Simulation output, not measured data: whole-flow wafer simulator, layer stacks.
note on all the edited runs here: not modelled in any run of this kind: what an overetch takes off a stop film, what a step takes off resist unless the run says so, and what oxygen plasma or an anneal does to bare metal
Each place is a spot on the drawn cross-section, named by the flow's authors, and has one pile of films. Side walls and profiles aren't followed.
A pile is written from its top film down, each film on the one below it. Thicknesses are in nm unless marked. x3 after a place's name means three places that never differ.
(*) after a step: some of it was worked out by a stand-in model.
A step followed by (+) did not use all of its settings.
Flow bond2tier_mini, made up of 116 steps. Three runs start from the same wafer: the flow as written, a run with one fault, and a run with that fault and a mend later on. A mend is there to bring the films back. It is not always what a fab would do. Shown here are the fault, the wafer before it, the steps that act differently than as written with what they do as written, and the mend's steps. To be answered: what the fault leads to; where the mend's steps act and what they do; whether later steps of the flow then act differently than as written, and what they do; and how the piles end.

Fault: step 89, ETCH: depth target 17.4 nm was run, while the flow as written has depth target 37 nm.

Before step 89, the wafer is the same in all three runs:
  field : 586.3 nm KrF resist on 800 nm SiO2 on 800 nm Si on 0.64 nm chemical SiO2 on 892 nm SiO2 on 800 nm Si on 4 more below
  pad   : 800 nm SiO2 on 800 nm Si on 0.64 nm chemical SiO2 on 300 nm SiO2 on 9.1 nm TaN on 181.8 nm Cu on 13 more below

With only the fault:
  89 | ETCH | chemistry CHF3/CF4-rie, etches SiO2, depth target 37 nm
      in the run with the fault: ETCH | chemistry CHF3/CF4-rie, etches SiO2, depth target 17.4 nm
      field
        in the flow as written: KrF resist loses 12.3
        in the run with the fault: KrF resist loses 5.8
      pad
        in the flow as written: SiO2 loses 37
        in the run with the fault: SiO2 loses 17.4
  Steps later in the flow that act otherwise than as written (not shown: 4 more steps that differ only slightly, by at most 2% or 0.5 nm, whichever is larger):
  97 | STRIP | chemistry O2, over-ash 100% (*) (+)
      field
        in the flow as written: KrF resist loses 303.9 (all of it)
        in the run with the fault: KrF resist loses 312.2 (all of it)
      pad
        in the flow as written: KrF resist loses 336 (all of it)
        in the run with the fault: KrF resist loses 327.3 (all of it)
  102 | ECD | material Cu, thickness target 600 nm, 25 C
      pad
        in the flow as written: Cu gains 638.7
        in the run with the fault: Cu gains 618.2
  The piles end different from the flow's at pad by more than 2% or 0.5 nm, whichever is larger.
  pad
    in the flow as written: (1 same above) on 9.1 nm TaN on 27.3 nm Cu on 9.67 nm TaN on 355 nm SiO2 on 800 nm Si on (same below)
    in the run with the fault: (1 same above) on 9.1 nm TaN on 7.55 nm Cu on 9.85 nm TaN on 374.6 nm SiO2 on 800 nm Si on (same below)

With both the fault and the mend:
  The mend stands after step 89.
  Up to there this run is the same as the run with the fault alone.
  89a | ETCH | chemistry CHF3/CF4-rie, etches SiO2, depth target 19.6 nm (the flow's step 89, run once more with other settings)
      field
        KrF resist loses 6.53
      pad
        SiO2 loses 19.6
  Every later step of the flow that is run acts as written at every place that is followed.
  At every place that both follow, the piles at the end match the flow's.
